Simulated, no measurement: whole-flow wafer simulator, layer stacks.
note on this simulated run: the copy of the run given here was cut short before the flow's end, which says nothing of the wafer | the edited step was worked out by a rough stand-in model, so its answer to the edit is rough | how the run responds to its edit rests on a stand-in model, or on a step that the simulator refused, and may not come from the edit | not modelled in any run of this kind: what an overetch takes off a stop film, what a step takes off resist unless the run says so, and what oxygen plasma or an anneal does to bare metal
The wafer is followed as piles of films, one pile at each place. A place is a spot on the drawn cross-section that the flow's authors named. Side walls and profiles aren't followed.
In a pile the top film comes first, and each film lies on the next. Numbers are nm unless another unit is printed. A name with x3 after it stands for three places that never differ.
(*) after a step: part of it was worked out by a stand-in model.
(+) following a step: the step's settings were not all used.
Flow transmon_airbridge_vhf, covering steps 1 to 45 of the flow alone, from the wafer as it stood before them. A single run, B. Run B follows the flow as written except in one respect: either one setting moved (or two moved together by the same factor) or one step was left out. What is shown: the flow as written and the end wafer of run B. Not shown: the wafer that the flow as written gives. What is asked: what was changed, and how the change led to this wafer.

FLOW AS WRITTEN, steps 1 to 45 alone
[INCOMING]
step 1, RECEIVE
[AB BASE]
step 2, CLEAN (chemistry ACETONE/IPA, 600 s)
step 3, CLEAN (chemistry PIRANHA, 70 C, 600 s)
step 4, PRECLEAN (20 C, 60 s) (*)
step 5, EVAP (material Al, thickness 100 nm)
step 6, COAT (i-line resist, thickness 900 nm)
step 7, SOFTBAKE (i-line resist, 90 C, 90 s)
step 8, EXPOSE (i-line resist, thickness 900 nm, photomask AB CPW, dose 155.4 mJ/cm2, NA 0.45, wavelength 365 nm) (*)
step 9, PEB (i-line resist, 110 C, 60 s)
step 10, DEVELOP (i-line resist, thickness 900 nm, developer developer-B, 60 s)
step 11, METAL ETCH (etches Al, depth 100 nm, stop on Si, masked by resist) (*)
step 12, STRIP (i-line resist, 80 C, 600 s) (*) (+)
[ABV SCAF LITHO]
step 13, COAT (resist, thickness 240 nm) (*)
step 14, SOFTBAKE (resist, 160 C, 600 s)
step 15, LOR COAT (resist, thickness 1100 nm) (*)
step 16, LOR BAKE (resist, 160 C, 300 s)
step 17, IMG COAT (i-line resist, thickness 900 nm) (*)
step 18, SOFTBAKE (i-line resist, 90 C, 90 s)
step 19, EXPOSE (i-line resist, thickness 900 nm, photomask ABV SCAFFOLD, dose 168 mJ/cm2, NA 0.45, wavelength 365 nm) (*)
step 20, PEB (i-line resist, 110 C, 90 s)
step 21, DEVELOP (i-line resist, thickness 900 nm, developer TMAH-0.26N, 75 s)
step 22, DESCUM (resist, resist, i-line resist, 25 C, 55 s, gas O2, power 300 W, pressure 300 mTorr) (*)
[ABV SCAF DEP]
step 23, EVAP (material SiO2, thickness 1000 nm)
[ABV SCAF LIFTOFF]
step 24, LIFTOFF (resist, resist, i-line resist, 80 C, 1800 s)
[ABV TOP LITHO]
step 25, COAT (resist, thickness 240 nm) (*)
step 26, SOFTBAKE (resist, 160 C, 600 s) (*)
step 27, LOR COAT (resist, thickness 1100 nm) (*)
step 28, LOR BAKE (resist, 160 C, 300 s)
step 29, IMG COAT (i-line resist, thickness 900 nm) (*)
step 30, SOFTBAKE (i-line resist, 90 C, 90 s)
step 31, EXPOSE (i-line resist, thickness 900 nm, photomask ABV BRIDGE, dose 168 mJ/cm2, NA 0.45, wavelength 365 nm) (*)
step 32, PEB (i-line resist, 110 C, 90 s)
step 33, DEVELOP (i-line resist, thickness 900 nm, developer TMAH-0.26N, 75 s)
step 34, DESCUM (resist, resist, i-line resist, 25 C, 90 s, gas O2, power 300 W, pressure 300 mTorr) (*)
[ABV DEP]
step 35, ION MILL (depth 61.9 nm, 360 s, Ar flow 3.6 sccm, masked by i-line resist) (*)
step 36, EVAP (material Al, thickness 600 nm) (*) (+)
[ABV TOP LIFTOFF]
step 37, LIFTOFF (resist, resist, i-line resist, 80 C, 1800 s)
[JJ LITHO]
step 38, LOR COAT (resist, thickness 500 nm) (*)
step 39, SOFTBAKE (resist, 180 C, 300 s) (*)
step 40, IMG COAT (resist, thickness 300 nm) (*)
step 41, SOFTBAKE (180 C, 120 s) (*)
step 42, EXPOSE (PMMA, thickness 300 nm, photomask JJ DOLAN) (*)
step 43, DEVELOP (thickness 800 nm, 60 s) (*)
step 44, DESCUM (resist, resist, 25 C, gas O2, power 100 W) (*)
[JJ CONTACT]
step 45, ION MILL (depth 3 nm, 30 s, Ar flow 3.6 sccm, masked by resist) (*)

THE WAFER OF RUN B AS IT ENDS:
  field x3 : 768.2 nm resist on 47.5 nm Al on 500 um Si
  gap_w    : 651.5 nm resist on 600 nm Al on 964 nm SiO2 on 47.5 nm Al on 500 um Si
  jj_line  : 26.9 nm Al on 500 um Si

Cause: step 11, METAL ETCH: depth 52.5 nm was run, whereas the flow has depth 100 nm.

How this came from the change, step by step:
  step 11, METAL ETCH (etches Al, depth 100 nm, stop on Si, masked by resist) (*)
      field x3, jj_line, gap_w, gap_e: Al loses 52.5 (it would be, as written: Al loses 100 (all of it))
      ground_far, pad_w, flank_w and 8 more: i-line resist loses 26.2 (it would be, as written: i-line resist loses 50)
  step 12, STRIP (i-line resist, 80 C, 600 s) (*) (+)
      ground_far, pad_w, flank_w and 8 more: i-line resist loses 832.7 (all of it) (it would be, as written: i-line resist loses 808.9 (all of it))
  step 13, COAT (resist, thickness 240 nm) (*)
      flank_w, flank_e: resist gains 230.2 (new film) (it would be, as written: resist gains 222.3 (new film))
      gap_w, gap_e: resist gains 246.4 (new film) (it would be, as written: resist gains 251.7 (new film))
  step 22, DESCUM (resist, resist, i-line resist, 25 C, 55 s, gas O2, power 300 W, pressure 300 mTorr) (*)
      flank_w, flank_e: resist loses 230.2 (all of it) (it would be, as written: resist loses 222.3 (all of it))
      gap_w, gap_e: resist loses 246.4 (all of it) (it would be, as written: resist loses 251.7 (all of it))
  step 25, COAT (resist, thickness 240 nm) (*)
      flank_w, flank_e: resist gains 158.2 (new film) (it would be, as written: resist gains 152.6 (new film))
      gap_w, gap_e: resist gains 205.6 (new film) (it would be, as written: resist gains 210.7 (new film))
  step 34, DESCUM (resist, resist, i-line resist, 25 C, 90 s, gas O2, power 300 W, pressure 300 mTorr) (*)
      flank_w, flank_e: resist loses 158.2 (all of it) (it would be, as written: resist loses 152.6 (all of it))
      gap_w, gap_e: resist loses 205.6 (all of it) (it would be, as written: resist loses 210.7 (all of it))
  step 40, IMG COAT (resist, thickness 300 nm) (*)
      flank_w, flank_e: resist gains 219.4 (it would be, as written: resist gains 212.1)
  step 45, ION MILL (depth 3 nm, 30 s, Ar flow 3.6 sccm, masked by resist) (*)
      jj_line: Al loses 20.6 (it would be, as written: Si loses 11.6)
With metal films that touch counted as one body, field x3 has 1 body; the flow as written gives 0 bodies.
With metal films that touch counted as one body, gap_w has 2 bodies (between them, from the top down: SiO2 964); the flow as written gives 1 body.
With metal films that touch counted as one body, jj_line has 1 body; the flow as written gives 0 bodies.
